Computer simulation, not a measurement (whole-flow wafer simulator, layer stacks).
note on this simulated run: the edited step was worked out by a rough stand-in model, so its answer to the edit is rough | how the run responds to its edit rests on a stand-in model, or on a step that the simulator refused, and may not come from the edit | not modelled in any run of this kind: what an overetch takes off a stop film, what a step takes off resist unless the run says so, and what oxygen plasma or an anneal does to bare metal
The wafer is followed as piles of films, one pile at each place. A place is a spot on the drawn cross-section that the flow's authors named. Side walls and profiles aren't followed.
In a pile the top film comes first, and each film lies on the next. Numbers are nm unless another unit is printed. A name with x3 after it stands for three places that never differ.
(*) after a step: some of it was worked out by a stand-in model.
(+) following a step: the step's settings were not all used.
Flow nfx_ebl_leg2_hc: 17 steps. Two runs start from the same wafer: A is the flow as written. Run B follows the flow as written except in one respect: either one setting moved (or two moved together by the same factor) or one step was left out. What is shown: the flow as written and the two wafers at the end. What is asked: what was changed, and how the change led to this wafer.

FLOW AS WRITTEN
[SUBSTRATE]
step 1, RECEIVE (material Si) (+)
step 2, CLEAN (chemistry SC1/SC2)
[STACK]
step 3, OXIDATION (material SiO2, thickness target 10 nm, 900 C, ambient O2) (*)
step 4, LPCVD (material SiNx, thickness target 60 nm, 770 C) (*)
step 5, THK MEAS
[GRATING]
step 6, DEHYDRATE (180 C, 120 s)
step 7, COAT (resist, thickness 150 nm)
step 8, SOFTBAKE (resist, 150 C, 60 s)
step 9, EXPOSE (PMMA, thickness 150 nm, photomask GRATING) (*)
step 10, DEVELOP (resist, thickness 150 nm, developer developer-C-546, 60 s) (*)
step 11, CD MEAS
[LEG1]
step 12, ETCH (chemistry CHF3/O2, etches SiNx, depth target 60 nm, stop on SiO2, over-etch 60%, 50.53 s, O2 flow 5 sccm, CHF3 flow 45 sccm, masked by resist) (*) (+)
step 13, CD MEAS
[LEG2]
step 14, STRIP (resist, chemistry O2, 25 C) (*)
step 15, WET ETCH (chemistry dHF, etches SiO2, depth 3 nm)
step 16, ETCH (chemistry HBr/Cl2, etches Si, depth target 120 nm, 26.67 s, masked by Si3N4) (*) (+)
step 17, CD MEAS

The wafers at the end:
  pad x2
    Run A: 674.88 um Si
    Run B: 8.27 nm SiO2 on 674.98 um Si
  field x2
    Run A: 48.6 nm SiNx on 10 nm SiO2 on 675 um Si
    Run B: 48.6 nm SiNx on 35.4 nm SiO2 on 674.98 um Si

The reason: step 3, OXIDATION: 1035 C was run, whereas the flow has 900 C.

How this came from the change, step by step:
  step 3, OXIDATION (material SiO2, thickness target 10 nm, 900 C, ambient O2) (*)
      field x2, pad x2: A +10 SiO2 (new film), -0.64 chemical SiO2 (all of it), -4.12 Si | B +35.4 SiO2 (new film), -0.64 chemical SiO2 (all of it), -15.3 Si
  step 12, ETCH (chemistry CHF3/O2, etches SiNx, depth target 60 nm, stop on SiO2, over-etch 60%, 50.53 s, O2 flow 5 sccm, CHF3 flow 45 sccm, masked by resist) (*) (+)
      pad x2: A -60 SiNx (all of it), -10 SiO2 (all of it) | B -60 SiNx (all of it), -18 SiO2
  step 14, STRIP (resist, chemistry O2, 25 C) (*)
      pad x2: A +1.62 chemical SiO2 (new film), -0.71 Si | B nothing
  step 15, WET ETCH (chemistry dHF, etches SiO2, depth 3 nm)
      pad x2: A -1.62 chemical SiO2 (all of it) | B -3 SiO2
  step 16, ETCH (chemistry HBr/Cl2, etches Si, depth target 120 nm, 26.67 s, masked by Si3N4) (*) (+)
      pad x2: A -120 Si | B -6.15 SiO2
